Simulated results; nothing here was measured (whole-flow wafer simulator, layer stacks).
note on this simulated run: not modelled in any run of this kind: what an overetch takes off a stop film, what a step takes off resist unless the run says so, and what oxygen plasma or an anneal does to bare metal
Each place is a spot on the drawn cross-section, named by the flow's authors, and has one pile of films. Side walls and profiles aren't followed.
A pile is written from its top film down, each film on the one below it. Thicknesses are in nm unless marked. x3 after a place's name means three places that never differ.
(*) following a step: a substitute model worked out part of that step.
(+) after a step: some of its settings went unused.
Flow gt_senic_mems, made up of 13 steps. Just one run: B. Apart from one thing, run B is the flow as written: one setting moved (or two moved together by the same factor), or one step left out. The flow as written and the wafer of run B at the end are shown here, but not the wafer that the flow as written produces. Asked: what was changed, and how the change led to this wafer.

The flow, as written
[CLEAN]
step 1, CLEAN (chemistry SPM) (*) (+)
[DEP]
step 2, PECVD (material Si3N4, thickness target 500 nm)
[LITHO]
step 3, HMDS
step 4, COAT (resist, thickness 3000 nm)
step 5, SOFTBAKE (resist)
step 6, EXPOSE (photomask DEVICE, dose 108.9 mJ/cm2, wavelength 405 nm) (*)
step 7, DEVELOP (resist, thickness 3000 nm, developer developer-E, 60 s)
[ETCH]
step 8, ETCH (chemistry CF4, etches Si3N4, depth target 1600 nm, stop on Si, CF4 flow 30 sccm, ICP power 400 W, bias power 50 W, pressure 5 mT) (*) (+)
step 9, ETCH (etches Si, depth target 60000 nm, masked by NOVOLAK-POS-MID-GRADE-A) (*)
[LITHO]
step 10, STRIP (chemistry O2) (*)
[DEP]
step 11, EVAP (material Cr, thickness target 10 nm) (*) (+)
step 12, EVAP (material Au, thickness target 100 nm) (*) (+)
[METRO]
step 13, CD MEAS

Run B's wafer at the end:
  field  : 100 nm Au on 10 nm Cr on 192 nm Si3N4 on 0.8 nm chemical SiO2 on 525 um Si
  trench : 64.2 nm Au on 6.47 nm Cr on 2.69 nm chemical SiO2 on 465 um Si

Cause: step 2, PECVD: thickness target 192 nm was run, though the flow has thickness target 500 nm.
The wafer lets one read it off: field has Si3N4 192, and step 2 as written asks for 500 nm.

How this came from the change, step by step:
  step 2, PECVD (material Si3N4, thickness target 500 nm)
      field, trench: Si3N4 gains 192 (new film) (it would be, as written: Si3N4 gains 500 (new film))
  step 8, ETCH (chemistry CF4, etches Si3N4, depth target 1600 nm, stop on Si, CF4 flow 30 sccm, ICP power 400 W, bias power 50 W, pressure 5 mT) (*) (+)
      field: resist loses 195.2 (it would be, as written: resist loses 400.5)
      trench: Si3N4 loses 192 (all of it), chemical SiO2 loses 0.8 (all of it) (it would be, as written: Si3N4 loses 500 (all of it), chemical SiO2 loses 0.8 (all of it))
  step 10, STRIP (chemistry O2) (*)
      field: resist loses 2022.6 (all of it) (it would be, as written: resist loses 1817.3 (all of it))
